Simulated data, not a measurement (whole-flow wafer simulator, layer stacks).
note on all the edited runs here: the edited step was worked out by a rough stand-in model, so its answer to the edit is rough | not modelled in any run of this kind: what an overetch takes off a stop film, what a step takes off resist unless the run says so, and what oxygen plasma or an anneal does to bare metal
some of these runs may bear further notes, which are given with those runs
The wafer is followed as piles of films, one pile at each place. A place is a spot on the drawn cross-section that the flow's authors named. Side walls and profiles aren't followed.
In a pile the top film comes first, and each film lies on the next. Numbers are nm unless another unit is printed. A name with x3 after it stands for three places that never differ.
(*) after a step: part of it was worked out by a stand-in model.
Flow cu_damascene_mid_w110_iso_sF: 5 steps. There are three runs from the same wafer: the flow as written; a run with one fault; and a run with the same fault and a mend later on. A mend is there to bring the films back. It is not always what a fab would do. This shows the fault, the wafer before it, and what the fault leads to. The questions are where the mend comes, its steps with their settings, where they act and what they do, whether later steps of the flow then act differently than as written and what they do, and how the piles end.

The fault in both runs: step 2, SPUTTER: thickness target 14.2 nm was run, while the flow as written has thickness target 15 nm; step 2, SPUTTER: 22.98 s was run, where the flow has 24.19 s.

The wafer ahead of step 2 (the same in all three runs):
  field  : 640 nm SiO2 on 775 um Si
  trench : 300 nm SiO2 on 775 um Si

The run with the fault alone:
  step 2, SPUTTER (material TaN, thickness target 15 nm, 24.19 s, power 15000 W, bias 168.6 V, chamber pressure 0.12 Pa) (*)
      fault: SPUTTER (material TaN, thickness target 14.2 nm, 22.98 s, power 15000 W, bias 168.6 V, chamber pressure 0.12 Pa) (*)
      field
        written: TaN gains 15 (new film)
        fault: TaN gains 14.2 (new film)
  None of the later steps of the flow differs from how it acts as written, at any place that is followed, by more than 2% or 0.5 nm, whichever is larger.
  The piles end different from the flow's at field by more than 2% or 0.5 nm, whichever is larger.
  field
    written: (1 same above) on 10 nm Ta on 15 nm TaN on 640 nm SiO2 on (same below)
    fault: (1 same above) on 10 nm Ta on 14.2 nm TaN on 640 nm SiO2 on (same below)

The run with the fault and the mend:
  The mend follows step 2.
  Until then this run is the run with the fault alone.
  step 2a, SPUTTER (material TaN, thickness target 0.8 nm, 1.29 s, power 15000 W, bias 168.6 V, chamber pressure 0.12 Pa) (*) (a further turn of the flow's step 2, with different settings)
      field
        TaN gains 0.8
      trench
        TaN gains 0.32
  None of the later steps of the flow acts differently than as written at any place that is followed.
  The piles end only slightly different from the flow's at the places that both follow, by no more than 2% or 0.5 nm, whichever is larger.
